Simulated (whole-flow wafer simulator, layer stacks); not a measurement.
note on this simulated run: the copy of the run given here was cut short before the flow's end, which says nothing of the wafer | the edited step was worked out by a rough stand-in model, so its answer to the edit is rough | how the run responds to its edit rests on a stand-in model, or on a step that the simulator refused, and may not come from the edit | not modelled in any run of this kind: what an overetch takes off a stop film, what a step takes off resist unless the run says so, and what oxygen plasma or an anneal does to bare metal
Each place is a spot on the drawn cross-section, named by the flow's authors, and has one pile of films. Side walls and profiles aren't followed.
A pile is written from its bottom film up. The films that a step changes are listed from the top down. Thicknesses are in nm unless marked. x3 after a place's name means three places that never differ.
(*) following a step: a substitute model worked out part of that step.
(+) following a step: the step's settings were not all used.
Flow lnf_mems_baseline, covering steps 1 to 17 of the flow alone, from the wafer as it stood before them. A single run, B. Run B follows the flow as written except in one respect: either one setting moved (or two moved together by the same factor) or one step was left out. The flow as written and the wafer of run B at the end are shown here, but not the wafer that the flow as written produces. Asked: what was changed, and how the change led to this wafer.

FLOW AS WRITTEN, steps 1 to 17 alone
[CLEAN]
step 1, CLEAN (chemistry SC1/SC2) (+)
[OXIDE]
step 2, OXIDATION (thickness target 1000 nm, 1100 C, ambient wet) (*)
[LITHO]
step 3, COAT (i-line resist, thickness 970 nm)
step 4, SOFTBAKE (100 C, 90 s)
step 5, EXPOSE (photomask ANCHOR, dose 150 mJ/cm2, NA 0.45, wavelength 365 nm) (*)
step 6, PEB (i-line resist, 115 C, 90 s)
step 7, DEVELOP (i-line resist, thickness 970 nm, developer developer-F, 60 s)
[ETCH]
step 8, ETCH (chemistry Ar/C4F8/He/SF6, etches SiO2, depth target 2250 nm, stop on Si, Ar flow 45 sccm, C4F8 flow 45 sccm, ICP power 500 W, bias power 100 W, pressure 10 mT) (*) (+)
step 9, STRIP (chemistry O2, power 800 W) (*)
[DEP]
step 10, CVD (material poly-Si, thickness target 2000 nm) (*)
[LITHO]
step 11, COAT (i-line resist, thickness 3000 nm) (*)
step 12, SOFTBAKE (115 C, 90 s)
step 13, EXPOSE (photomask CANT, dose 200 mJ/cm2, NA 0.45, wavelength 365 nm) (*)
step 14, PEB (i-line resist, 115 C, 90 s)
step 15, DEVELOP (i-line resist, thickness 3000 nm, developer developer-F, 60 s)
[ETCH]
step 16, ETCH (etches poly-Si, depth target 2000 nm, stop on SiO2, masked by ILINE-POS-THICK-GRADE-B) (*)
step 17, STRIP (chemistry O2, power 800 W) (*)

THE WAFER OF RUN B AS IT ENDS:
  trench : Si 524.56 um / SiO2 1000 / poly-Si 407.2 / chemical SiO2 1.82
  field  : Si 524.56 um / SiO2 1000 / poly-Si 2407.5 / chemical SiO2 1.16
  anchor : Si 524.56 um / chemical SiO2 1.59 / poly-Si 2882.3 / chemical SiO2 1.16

What caused this: step 10, CVD: thickness target 2408 nm was run, while the flow as written has thickness target 2000 nm.

How this came from the change, step by step:
  step 10, CVD (material poly-Si, thickness target 2000 nm) (*)
      field, beam, trench, char_slit: +2408 poly-Si (new film) (it would be, as written: +2000 poly-Si (new film))
      anchor: +2882.8 poly-Si (new film) (it would be, as written: +2322 poly-Si (new film))
  step 11, COAT (i-line resist, thickness 3000 nm) (*)
      anchor: +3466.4 i-line resist (new film) (it would be, as written: +3611.6 i-line resist (new film))
  step 12, SOFTBAKE (115 C, 90 s)
      field: -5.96 i-line resist (it would be, as written: -6.66 i-line resist)
      anchor: +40 i-line resist (it would be, as written: +45.4 i-line resist)
      (and at 2 other places as well)
  step 14, PEB (i-line resist, 115 C, 90 s)
      anchor: -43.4 i-line resist (it would be, as written: -46.1 i-line resist)
  step 16, ETCH (etches poly-Si, depth target 2000 nm, stop on SiO2, masked by ILINE-POS-THICK-GRADE-B) (*)
      trench, char_slit: -2000 poly-Si (it would be, as written: -2000 poly-Si (all of it))
  step 17, STRIP (chemistry O2, power 800 W) (*)
      trench, char_slit: +1.82 chemical SiO2 (new film), -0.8 poly-Si (it would be, as written: nothing)
      anchor: +1.16 chemical SiO2 (new film), -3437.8 i-line resist (all of it), -0.51 poly-Si (it would be, as written: +1.17 chemical SiO2 (new film), -3585.8 i-line resist (all of it), -0.52 poly-Si)
